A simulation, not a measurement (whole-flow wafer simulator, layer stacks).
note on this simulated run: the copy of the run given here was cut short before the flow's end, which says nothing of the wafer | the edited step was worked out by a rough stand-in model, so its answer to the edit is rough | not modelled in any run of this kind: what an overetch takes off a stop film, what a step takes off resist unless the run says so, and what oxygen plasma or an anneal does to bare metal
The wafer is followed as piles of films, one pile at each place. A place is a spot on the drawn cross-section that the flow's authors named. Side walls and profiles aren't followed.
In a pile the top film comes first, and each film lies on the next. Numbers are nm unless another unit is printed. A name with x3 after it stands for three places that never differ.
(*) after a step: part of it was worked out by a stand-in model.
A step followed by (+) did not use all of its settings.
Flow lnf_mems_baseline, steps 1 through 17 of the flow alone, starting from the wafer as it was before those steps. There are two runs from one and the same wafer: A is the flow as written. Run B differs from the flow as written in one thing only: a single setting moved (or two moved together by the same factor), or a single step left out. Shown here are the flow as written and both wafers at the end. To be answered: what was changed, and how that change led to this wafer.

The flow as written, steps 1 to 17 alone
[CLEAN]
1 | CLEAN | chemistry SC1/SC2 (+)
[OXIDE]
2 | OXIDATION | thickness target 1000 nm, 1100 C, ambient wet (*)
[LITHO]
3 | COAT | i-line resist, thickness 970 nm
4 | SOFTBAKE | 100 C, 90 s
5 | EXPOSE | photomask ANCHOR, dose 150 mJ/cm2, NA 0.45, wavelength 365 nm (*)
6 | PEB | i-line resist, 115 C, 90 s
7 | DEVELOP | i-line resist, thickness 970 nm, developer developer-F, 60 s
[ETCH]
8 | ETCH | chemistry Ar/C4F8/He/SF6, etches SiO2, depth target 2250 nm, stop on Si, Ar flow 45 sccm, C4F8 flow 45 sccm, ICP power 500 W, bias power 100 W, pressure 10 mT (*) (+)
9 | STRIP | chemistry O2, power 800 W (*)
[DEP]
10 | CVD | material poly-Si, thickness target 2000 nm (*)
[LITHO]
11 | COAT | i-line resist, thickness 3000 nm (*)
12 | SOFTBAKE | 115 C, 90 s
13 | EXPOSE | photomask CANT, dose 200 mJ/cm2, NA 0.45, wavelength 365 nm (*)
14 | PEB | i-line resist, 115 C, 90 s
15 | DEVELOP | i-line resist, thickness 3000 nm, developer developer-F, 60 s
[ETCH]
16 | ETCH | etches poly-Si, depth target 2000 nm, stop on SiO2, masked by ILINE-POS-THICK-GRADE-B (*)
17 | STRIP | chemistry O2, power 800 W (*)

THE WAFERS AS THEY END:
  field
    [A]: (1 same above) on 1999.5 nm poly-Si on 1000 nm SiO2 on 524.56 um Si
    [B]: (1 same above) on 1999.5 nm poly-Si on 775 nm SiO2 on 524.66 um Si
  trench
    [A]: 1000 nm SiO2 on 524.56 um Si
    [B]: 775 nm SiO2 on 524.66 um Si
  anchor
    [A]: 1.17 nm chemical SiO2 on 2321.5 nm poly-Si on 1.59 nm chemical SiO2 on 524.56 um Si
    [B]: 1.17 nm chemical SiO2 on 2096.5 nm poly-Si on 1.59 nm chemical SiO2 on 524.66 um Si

The reason: step 2, OXIDATION: thickness target 775 nm was run, while the flow as written has thickness target 1000 nm.
One can read it off the wafer: field has SiO2 775, and step 2 as written asks for 1000 nm.

The path from the change to this, step by step:
  2 | OXIDATION | thickness target 1000 nm, 1100 C, ambient wet (*)
      field, anchor, beam, trench, char_slit: A SiO2 gains 1000 (new film), chemical SiO2 loses 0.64 (all of it), Si loses 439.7 | B SiO2 gains 775 (new film), chemical SiO2 loses 0.64 (all of it), Si loses 340.7
  8 | ETCH | chemistry Ar/C4F8/He/SF6, etches SiO2, depth target 2250 nm, stop on Si, Ar flow 45 sccm, C4F8 flow 45 sccm, ICP power 500 W, bias power 100 W, pressure 10 mT (*) (+)
      field, beam, trench, char_slit: A i-line resist loses 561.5 | B i-line resist loses 449
      anchor: A SiO2 loses 1000 (all of it) | B SiO2 loses 775 (all of it)
  9 | STRIP | chemistry O2, power 800 W (*)
      field, beam, trench, char_slit: A i-line resist loses 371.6 (all of it) | B i-line resist loses 484.1 (all of it)
  10 | CVD | material poly-Si, thickness target 2000 nm (*)
      anchor: A poly-Si gains 2322 (new film) | B poly-Si gains 2097 (new film)
